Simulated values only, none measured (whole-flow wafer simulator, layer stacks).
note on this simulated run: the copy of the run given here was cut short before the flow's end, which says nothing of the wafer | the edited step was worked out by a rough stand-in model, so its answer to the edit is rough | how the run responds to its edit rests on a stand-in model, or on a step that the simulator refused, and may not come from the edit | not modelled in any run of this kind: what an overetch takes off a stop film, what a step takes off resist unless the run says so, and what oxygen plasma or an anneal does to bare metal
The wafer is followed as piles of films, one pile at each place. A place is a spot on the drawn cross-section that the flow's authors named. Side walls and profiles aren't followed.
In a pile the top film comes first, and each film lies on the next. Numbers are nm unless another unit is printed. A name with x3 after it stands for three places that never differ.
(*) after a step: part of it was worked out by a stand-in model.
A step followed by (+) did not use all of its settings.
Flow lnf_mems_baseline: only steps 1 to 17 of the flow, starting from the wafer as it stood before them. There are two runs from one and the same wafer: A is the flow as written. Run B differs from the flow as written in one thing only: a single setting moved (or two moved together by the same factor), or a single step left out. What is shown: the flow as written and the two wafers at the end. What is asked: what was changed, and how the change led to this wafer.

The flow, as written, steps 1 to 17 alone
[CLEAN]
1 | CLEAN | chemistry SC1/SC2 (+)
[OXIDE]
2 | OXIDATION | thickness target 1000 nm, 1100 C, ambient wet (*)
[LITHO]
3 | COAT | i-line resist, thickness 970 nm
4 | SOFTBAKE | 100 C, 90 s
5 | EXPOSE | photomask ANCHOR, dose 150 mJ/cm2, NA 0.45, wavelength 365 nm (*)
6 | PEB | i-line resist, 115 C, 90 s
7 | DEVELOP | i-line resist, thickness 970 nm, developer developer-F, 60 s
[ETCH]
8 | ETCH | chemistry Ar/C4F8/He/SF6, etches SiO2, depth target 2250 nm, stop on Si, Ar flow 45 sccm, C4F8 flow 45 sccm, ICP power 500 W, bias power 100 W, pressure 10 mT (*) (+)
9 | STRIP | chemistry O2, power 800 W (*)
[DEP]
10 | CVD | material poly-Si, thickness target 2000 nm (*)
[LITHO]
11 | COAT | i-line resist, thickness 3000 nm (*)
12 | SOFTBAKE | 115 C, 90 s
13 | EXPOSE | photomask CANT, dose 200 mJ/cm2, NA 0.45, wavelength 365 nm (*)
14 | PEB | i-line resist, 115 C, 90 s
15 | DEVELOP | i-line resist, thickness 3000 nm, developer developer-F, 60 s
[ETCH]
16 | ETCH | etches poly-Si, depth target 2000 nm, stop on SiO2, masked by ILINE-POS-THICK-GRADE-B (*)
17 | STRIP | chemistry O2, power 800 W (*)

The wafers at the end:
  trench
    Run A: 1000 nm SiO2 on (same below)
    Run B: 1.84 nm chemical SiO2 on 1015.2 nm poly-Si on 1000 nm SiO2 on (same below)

The reason: step 16, ETCH: depth target 984 nm was run, though the flow has depth target 2000 nm.

Step by step, how the change led to this:
  16 | ETCH | etches poly-Si, depth target 2000 nm, stop on SiO2, masked by ILINE-POS-THICK-GRADE-B (*)
      trench, char_slit: A poly-Si loses 2000 (all of it) | B poly-Si loses 984
      field, anchor, beam: A i-line resist loses 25 | B i-line resist loses 12.3
  17 | STRIP | chemistry O2, power 800 W (*)
      trench, char_slit: A nothing | B chemical SiO2 gains 1.84 (new film), poly-Si loses 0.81
